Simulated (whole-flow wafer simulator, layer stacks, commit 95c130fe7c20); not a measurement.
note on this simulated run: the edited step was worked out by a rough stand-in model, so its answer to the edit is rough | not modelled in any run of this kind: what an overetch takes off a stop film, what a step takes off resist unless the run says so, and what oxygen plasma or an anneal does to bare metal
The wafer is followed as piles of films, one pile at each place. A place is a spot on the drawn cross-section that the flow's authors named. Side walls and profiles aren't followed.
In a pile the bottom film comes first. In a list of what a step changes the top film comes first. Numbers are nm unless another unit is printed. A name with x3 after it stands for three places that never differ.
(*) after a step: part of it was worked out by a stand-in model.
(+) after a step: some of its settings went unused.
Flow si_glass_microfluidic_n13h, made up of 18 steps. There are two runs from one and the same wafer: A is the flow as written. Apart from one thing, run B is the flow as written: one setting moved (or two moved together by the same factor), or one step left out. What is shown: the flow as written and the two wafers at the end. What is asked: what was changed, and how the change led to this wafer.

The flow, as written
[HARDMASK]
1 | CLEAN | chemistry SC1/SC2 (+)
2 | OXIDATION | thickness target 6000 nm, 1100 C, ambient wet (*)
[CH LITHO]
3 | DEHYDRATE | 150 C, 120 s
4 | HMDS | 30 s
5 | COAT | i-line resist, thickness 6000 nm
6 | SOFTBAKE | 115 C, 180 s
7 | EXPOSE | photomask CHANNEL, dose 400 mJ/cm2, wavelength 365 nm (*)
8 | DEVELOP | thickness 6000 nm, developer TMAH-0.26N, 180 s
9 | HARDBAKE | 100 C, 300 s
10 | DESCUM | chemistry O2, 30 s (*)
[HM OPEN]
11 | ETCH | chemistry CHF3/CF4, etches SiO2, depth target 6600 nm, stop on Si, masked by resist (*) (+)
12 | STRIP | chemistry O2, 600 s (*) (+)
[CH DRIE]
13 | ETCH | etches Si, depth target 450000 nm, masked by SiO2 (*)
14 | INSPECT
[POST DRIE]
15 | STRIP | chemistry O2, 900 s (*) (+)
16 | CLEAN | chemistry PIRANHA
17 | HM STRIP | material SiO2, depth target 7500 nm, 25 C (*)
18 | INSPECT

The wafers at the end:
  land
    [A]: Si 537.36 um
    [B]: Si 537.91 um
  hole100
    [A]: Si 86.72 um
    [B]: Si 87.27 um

The reason: step 2, OXIDATION: 1018 C was run, while the flow as written has 1100 C.

The path from the change to this, step by step:
  2 | OXIDATION | thickness target 6000 nm, 1100 C, ambient wet (*)
      land, hole100: A SiO2 gains 6000 (new film), chemical SiO2 loses 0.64 (all of it), Si loses 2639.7 | B SiO2 gains 4744 (new film), chemical SiO2 loses 0.64 (all of it), Si loses 2087.1
  11 | ETCH | chemistry CHF3/CF4, etches SiO2, depth target 6600 nm, stop on Si, masked by resist (*) (+)
      hole100: A SiO2 loses 6000 (all of it) | B SiO2 loses 4744 (all of it)
  17 | HM STRIP | material SiO2, depth target 7500 nm, 25 C (*)
      land: A SiO2 loses 2995.7 (all of it) | B SiO2 loses 1739.7 (all of it)
